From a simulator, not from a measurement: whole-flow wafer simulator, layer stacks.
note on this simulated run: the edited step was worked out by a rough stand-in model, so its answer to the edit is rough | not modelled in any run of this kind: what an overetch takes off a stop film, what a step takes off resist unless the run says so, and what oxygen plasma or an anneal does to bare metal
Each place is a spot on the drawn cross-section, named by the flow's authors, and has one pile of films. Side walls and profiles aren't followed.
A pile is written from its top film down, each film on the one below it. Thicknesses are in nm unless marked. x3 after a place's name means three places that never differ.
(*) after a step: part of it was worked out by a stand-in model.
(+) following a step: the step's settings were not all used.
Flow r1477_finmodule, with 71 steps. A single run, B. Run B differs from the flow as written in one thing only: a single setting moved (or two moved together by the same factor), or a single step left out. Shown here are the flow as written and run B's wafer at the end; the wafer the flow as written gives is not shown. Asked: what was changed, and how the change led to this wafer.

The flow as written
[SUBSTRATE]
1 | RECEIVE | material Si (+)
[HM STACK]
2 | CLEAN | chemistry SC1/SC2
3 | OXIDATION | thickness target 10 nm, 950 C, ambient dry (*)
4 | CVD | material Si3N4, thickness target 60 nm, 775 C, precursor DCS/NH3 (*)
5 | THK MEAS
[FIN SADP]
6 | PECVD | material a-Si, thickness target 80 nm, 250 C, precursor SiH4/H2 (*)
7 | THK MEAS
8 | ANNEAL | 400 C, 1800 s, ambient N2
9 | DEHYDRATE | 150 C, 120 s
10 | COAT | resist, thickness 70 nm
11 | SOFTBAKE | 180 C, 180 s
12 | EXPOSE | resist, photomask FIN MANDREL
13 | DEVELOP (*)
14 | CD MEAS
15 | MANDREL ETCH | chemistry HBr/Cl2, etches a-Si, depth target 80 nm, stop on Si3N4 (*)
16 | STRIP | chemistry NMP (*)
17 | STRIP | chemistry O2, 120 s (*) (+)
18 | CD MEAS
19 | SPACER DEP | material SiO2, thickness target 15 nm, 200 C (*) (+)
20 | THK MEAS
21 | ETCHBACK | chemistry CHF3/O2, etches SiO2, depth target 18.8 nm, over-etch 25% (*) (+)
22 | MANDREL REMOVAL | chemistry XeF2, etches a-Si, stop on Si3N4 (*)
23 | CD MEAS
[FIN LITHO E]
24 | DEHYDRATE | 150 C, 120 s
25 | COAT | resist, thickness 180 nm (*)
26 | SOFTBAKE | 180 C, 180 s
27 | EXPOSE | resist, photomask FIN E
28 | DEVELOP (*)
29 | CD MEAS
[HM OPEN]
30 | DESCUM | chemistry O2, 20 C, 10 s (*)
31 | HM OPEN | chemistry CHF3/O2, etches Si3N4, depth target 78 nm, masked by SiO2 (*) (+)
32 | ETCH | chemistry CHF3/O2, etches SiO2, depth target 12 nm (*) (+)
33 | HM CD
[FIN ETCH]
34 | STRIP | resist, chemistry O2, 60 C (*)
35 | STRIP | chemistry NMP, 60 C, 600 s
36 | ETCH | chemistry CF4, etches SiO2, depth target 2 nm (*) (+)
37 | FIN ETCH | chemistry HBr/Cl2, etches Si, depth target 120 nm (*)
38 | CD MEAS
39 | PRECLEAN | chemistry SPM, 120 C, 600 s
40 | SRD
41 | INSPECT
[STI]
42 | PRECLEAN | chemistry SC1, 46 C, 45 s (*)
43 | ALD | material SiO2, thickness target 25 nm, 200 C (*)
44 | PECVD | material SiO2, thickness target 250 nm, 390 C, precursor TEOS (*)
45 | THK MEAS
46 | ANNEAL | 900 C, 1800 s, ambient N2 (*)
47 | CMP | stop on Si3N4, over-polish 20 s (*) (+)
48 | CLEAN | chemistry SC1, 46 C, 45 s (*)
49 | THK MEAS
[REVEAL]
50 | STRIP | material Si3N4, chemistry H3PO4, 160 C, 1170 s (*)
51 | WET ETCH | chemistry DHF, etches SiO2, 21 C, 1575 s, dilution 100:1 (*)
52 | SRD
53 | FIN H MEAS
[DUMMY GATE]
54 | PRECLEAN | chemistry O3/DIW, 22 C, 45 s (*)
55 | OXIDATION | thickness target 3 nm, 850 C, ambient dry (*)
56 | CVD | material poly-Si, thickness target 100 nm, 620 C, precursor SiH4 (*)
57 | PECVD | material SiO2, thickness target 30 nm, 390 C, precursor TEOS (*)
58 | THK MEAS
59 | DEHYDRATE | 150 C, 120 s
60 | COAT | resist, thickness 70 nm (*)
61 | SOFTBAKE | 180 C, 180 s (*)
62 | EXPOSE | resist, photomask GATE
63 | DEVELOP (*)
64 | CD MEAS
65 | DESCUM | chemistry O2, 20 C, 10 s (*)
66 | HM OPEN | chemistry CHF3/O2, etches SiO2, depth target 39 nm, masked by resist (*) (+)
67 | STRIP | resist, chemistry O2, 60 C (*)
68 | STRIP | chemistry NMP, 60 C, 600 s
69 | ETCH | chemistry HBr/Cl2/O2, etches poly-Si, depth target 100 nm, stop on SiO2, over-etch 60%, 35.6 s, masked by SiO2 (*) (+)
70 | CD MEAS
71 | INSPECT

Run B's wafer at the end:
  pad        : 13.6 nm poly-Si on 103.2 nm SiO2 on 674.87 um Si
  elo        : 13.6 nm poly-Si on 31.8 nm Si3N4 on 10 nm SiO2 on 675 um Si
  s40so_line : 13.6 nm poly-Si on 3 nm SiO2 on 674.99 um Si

The reason: step 69, ETCH: depth target 52.5 nm was run, while the flow as written has depth target 100 nm.

The path from the change to this, step by step:
  69 | ETCH | chemistry HBr/Cl2/O2, etches poly-Si, depth target 100 nm, stop on SiO2, over-etch 60%, 35.6 s, masked by SiO2 (*) (+)
      pad, eso, e40so and 8 more: -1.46 chemical SiO2 (all of it), -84 poly-Si (it would be, as written: -1.46 chemical SiO2 (all of it), -97.6 poly-Si (all of it), -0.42 SiO2)
      elo, e40lo, e100lo, e200lo: -1.46 chemical SiO2 (all of it), -84 poly-Si (it would be, as written: -1.46 chemical SiO2 (all of it), -97.6 poly-Si (all of it), -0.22 Si3N4)
      (also at 21 further places)
